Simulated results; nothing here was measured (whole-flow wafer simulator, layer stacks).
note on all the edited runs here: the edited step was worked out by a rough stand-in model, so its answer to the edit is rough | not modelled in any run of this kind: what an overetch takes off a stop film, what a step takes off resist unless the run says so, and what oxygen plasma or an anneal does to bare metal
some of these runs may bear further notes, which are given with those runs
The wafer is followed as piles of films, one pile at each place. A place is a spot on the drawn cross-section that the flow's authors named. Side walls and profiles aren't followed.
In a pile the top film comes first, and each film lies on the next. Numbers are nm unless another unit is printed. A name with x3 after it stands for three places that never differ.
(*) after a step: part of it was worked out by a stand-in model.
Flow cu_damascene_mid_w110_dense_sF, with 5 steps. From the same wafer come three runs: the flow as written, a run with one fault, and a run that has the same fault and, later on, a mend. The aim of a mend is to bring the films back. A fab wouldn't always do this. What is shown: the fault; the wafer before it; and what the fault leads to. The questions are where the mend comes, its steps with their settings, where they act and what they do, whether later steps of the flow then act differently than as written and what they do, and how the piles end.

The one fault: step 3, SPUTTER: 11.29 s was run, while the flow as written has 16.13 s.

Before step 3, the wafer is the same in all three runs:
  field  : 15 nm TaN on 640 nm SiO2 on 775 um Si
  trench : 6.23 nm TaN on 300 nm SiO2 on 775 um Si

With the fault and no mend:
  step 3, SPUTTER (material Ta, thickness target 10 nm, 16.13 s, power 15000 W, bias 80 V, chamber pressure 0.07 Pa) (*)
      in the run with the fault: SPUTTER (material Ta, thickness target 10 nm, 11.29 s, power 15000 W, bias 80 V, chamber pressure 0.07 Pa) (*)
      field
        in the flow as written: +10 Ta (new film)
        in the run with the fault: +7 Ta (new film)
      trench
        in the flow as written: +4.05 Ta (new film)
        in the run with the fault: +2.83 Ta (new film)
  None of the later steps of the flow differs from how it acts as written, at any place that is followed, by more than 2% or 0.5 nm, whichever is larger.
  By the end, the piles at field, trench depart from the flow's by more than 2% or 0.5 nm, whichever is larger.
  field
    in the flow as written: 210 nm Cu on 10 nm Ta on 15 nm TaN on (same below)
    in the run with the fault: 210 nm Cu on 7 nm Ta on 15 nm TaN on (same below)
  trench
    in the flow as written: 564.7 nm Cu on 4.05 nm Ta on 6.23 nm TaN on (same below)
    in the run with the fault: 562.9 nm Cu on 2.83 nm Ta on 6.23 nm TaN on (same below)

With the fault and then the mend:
  The mend follows step 3.
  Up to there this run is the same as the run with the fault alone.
  step 3a, SPUTTER (material Ta, thickness target 10 nm, 4.84 s, power 15000 W, bias 80 V, chamber pressure 0.07 Pa) (*) (a further turn of the flow's step 3, with different settings)
      field
        +3 Ta
      trench
        +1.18 Ta
  None of the later steps of the flow differs from how it acts as written, at any place that is followed, by more than 2% or 0.5 nm, whichever is larger.
  When the end is reached, the piles differ only a little from the flow's at the places that both follow, at most by 2% or 0.5 nm, whichever is larger.
